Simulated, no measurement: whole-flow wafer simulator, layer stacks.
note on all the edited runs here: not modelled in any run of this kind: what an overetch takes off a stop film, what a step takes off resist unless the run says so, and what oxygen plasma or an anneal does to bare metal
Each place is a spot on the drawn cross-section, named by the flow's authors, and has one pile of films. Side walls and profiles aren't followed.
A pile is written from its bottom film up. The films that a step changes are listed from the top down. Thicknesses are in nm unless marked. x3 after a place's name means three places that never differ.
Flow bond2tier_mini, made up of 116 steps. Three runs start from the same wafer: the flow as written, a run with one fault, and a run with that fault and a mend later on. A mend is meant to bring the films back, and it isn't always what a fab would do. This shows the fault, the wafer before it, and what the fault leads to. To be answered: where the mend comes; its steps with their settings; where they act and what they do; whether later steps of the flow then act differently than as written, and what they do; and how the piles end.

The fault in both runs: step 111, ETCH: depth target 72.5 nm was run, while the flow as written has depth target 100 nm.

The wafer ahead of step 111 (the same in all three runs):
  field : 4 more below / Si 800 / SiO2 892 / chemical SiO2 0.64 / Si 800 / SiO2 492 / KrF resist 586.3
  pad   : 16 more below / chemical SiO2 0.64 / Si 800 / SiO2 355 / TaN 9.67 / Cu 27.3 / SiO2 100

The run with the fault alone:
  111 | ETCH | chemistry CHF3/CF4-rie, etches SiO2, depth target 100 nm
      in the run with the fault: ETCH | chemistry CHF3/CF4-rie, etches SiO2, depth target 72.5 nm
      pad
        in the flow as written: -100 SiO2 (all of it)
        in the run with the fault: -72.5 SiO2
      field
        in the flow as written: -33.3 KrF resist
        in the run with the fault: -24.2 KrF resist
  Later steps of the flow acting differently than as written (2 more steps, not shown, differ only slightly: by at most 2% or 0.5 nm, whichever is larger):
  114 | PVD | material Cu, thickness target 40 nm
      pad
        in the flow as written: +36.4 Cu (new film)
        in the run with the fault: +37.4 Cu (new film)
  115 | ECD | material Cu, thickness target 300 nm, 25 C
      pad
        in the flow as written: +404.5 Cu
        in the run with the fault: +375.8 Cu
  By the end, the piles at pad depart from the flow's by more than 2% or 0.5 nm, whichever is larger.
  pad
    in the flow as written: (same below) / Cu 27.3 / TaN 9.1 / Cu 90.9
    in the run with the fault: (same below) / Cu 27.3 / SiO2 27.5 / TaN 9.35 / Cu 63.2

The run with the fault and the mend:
  The mend follows step 111.
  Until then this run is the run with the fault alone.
  111a | ETCH | chemistry CHF3/CF4-rie, etches SiO2, depth target 27.5 nm (a further turn of the flow's step 111, with different settings)
      field
        -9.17 KrF resist
      pad
        -27.5 SiO2 (all of it)
  Every later step of the flow that is run acts as written at every place that is followed.
  At every place that both follow, the piles at the end match the flow's.
